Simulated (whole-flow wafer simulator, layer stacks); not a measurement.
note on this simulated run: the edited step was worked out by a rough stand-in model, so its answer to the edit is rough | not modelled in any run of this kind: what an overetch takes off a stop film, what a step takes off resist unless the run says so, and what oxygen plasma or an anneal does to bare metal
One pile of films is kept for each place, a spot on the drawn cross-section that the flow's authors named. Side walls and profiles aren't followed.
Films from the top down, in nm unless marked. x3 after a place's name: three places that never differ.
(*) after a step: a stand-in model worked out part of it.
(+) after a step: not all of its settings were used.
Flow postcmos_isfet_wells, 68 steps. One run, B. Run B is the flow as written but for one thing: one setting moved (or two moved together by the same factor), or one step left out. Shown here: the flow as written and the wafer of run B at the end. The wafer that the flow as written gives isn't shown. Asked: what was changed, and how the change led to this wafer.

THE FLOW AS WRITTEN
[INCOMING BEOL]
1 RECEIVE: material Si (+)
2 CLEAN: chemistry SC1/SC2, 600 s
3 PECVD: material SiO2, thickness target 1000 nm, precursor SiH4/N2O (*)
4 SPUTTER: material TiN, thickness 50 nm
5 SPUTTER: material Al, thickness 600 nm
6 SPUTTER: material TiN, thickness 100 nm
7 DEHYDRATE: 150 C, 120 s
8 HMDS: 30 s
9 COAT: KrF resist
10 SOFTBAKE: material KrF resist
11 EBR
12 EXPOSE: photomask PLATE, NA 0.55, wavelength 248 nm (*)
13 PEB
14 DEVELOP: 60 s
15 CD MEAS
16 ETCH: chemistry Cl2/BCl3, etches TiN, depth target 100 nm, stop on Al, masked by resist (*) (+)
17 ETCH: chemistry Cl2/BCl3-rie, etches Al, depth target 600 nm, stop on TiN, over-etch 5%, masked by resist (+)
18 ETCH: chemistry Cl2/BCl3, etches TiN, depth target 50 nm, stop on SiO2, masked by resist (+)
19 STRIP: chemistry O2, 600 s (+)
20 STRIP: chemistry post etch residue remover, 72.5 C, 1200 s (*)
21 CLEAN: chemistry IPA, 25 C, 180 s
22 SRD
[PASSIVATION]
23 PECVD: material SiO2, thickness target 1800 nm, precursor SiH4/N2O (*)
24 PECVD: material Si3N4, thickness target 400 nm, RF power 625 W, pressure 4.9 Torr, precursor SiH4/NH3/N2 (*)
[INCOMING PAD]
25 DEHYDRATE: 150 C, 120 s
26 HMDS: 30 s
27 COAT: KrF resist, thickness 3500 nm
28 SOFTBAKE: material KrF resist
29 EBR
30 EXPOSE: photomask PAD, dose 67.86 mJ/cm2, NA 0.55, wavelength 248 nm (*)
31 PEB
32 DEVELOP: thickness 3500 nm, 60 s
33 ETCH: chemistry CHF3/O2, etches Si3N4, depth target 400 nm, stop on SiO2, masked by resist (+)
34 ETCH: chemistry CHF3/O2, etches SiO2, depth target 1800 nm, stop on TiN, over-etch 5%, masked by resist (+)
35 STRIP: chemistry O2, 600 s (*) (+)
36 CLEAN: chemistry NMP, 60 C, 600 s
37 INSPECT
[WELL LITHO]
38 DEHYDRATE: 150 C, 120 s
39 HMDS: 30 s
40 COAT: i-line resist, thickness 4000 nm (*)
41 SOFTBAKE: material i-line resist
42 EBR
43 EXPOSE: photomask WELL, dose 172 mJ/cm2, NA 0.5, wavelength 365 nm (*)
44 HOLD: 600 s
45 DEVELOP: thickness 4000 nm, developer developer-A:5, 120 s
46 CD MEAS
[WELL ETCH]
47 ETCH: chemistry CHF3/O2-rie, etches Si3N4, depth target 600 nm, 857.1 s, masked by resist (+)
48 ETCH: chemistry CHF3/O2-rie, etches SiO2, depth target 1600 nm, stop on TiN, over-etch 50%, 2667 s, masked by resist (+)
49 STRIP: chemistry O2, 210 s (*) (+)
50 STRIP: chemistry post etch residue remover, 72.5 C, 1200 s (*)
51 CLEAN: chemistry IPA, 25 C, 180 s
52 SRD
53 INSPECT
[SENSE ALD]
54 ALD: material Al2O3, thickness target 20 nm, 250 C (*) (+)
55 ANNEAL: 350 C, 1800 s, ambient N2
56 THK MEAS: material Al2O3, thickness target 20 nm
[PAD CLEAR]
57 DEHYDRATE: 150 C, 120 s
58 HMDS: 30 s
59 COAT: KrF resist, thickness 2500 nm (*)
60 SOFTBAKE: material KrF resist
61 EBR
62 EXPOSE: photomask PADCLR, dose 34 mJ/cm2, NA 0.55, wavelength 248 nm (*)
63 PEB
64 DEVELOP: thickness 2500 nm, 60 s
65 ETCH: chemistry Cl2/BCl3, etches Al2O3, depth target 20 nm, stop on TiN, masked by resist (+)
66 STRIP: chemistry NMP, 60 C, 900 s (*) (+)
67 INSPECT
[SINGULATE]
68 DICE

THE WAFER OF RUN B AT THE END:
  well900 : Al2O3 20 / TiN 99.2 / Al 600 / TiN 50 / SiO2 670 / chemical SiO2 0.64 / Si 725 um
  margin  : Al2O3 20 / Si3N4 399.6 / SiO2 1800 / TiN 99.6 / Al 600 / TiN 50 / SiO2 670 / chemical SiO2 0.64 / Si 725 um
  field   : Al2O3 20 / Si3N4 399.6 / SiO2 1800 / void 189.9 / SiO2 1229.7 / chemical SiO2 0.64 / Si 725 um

The cause: step 3, PECVD: thickness target 670 nm was run, where the flow has thickness target 1000 nm.
It can be read off the wafer: well900 has SiO2 670, and step 3 as written asks for 1000 nm.

How the change led to this, step by step:
  3 PECVD: material SiO2, thickness target 1000 nm, precursor SiH4/N2O (*)
      field, margin, well900, well1300 x3, pad_rim, pad_clr, pad_open: SiO2 +670 (new film) (as written it would be: SiO2 +1000 (new film))
